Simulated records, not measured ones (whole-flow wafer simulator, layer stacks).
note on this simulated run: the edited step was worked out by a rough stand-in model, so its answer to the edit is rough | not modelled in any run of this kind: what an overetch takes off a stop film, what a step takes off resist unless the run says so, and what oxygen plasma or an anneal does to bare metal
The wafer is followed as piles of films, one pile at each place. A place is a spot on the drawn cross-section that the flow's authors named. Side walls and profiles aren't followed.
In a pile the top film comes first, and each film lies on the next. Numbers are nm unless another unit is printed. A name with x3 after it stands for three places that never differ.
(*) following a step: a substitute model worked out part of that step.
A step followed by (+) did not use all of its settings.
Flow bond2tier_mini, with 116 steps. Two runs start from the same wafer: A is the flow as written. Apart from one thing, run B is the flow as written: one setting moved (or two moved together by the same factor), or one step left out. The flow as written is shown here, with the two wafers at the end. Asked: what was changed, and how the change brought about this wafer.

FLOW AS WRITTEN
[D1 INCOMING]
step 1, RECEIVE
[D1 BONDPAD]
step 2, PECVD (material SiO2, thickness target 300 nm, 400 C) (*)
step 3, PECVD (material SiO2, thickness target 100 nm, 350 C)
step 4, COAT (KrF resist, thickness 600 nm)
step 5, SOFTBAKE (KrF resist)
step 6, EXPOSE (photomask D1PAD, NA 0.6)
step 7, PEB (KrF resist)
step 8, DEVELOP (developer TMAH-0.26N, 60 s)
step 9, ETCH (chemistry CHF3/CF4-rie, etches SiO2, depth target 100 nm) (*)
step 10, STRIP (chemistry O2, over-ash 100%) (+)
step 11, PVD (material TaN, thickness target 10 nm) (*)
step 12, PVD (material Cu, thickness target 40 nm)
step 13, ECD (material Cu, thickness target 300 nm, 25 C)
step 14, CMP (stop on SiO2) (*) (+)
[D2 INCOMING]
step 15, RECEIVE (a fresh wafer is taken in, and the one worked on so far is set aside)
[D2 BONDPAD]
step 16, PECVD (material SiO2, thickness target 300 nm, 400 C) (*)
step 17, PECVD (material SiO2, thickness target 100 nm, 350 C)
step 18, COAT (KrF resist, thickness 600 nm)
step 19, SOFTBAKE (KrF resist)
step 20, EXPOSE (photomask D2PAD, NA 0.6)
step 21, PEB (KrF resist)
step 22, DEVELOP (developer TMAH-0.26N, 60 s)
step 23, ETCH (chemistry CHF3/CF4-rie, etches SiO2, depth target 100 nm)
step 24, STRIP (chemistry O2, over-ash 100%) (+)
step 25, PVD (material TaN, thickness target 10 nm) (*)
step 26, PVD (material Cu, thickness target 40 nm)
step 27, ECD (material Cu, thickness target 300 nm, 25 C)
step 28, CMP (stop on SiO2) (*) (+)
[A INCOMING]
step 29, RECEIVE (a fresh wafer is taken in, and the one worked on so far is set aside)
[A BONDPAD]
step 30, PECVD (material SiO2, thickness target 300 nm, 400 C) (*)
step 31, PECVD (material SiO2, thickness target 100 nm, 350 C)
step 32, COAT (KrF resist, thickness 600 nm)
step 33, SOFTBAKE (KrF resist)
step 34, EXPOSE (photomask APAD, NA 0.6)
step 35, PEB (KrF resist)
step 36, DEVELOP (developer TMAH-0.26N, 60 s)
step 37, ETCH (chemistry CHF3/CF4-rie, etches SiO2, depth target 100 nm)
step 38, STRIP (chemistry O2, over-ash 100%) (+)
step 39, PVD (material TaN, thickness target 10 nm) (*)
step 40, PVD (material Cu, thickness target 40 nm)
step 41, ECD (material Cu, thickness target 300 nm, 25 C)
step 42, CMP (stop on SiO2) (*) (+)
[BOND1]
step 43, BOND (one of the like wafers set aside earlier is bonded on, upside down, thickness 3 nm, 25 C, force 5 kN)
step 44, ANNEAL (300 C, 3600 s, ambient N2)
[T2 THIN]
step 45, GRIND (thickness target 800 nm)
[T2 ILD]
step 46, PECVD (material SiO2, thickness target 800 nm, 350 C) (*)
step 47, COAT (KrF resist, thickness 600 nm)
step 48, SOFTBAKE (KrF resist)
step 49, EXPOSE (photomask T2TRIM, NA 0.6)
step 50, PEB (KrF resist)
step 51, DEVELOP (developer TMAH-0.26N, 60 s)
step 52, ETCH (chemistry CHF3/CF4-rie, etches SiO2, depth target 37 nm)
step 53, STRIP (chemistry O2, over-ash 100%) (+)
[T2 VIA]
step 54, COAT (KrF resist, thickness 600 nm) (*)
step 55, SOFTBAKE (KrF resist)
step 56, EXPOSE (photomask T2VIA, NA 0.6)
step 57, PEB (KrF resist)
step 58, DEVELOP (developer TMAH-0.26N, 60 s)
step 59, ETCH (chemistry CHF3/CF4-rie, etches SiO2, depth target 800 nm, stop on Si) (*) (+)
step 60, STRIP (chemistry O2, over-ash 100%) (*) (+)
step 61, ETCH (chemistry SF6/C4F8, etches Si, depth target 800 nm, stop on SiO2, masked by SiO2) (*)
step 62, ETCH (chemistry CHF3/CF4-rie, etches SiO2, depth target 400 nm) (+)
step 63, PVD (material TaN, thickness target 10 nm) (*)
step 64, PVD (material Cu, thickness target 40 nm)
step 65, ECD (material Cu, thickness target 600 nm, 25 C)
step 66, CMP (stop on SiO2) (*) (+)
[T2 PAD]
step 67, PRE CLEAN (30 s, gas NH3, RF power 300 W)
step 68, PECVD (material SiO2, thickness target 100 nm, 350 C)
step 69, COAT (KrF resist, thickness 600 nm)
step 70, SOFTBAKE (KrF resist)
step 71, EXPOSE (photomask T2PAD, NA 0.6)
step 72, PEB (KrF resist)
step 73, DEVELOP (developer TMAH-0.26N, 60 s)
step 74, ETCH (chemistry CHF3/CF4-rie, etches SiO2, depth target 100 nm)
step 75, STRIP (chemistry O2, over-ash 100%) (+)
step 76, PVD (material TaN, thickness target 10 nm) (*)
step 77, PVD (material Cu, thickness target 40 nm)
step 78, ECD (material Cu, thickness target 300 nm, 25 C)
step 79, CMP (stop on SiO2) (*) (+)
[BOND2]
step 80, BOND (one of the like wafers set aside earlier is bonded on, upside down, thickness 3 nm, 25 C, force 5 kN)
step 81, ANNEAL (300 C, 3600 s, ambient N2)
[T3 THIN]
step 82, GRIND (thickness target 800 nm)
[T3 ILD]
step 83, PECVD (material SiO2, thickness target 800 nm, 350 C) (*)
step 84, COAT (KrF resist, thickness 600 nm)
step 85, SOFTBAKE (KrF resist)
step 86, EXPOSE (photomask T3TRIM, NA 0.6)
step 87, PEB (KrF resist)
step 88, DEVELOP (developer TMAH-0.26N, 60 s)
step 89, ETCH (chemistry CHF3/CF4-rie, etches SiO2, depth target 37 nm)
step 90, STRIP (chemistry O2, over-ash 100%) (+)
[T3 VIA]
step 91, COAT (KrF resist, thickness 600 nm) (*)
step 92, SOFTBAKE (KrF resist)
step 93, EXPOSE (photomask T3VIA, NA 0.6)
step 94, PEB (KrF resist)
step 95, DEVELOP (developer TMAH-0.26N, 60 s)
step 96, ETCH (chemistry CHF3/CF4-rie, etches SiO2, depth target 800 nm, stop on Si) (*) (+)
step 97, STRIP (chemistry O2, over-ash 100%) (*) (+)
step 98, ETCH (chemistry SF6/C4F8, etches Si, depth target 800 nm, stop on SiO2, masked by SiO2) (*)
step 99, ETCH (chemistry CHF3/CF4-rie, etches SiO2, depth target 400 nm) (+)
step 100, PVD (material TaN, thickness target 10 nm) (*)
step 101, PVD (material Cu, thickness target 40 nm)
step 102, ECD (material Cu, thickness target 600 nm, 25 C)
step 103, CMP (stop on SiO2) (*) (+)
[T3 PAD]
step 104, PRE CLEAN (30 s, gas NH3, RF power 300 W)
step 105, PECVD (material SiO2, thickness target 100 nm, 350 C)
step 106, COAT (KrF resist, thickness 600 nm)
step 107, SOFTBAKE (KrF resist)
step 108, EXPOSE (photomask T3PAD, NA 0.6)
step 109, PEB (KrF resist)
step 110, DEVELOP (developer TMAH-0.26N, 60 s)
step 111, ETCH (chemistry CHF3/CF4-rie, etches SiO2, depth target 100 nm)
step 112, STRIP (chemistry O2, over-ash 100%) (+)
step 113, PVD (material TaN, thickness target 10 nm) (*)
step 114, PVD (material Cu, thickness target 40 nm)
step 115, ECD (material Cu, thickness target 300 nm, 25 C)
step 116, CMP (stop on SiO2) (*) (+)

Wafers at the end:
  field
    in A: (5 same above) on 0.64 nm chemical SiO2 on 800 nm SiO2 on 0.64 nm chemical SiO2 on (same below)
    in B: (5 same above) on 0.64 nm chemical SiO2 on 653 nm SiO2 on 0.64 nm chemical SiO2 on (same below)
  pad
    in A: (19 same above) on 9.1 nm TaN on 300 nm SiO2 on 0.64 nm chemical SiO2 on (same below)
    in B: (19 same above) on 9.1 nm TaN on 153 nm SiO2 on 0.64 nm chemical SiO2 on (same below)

Cause: step 30, PECVD: thickness target 153 nm was run, whereas the flow has thickness target 300 nm.
One can read it off the wafer: pad has SiO2 153, and step 30 as written asks for 300 nm.

How this came from the change, step by step:
  step 30, PECVD (material SiO2, thickness target 300 nm, 400 C) (*)
      field, pad, via: A SiO2 gains 300 (new film) | B SiO2 gains 153 (new film)
